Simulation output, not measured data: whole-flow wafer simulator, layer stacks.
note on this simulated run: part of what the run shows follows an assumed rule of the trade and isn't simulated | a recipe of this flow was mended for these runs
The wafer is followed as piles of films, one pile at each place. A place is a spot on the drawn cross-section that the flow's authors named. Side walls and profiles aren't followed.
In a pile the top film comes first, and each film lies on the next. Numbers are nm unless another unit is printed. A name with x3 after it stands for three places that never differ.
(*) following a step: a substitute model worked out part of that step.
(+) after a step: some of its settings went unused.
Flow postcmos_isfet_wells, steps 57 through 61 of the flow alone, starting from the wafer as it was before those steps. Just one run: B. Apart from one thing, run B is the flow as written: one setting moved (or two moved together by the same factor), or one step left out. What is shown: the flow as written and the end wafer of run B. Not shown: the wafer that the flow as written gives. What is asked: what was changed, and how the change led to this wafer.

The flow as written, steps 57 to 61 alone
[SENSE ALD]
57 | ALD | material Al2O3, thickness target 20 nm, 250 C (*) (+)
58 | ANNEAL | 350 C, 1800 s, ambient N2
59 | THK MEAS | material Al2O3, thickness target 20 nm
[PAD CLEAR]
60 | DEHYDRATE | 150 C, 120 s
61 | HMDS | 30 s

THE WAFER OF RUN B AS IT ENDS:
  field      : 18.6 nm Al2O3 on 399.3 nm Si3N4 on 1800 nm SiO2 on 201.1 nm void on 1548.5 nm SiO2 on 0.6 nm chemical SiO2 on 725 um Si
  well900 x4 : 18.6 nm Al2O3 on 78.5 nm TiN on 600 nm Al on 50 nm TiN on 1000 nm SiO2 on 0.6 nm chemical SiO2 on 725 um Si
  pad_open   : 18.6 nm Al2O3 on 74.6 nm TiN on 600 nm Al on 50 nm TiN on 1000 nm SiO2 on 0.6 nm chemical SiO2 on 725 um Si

What caused this: step 57, ALD: thickness target 18.6 nm was run, while the flow as written has thickness target 20 nm.
The wafer lets one read it off: field has Al2O3 18.6, and step 57 as written asks for 20 nm.

Step by step, how the change led to this:
  57 | ALD | material Al2O3, thickness target 20 nm, 250 C (*) (+)
      field, margin x3, well900 x4, pad_open: +18.6 Al2O3 (new film) (as written it would have been: +20 Al2O3 (new film))
